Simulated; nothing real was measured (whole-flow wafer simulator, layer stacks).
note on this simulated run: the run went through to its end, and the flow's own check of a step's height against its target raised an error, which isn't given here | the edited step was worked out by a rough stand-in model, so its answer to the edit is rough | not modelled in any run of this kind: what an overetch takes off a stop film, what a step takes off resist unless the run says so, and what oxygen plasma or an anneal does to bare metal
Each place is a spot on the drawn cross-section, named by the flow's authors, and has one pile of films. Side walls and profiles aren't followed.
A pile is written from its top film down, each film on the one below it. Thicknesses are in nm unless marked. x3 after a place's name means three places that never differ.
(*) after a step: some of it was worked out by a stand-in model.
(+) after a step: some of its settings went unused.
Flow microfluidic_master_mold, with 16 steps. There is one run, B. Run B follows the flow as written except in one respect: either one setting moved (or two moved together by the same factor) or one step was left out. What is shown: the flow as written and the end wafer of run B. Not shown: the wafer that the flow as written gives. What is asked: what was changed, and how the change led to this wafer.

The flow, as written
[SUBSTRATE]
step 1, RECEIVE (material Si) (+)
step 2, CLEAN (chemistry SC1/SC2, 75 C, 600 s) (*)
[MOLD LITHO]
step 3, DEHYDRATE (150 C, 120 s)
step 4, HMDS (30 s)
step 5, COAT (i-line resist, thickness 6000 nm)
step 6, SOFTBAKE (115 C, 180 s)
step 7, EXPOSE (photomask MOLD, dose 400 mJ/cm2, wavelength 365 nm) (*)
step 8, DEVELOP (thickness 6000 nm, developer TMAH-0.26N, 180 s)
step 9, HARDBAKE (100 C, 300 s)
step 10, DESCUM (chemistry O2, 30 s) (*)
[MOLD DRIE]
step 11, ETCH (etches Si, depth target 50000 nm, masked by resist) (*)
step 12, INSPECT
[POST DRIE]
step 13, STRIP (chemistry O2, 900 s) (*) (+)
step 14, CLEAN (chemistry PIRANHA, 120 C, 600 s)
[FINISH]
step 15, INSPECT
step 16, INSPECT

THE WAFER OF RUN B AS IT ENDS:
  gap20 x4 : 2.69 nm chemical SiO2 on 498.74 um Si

Cause: step 11, ETCH: depth target 26250 nm was run, though the flow has depth target 50000 nm.

The path from the change to this, step by step:
  step 11, ETCH (etches Si, depth target 50000 nm, masked by resist) (*)
      gap20 x4: chemical SiO2 loses 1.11 (all of it), Si loses 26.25 um (in the flow as written it would be: chemical SiO2 loses 1.11 (all of it), Si loses 50 um)
      ridge: i-line resist loses 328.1 (in the flow as written it would be: i-line resist loses 625)
  step 13, STRIP (chemistry O2, 900 s) (*) (+)
      ridge: i-line resist loses 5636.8 (all of it), chemical SiO2 gains 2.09, Si loses 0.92 (in the flow as written it would be: i-line resist loses 5339.9 (all of it), chemical SiO2 gains 2.09, Si loses 0.92)
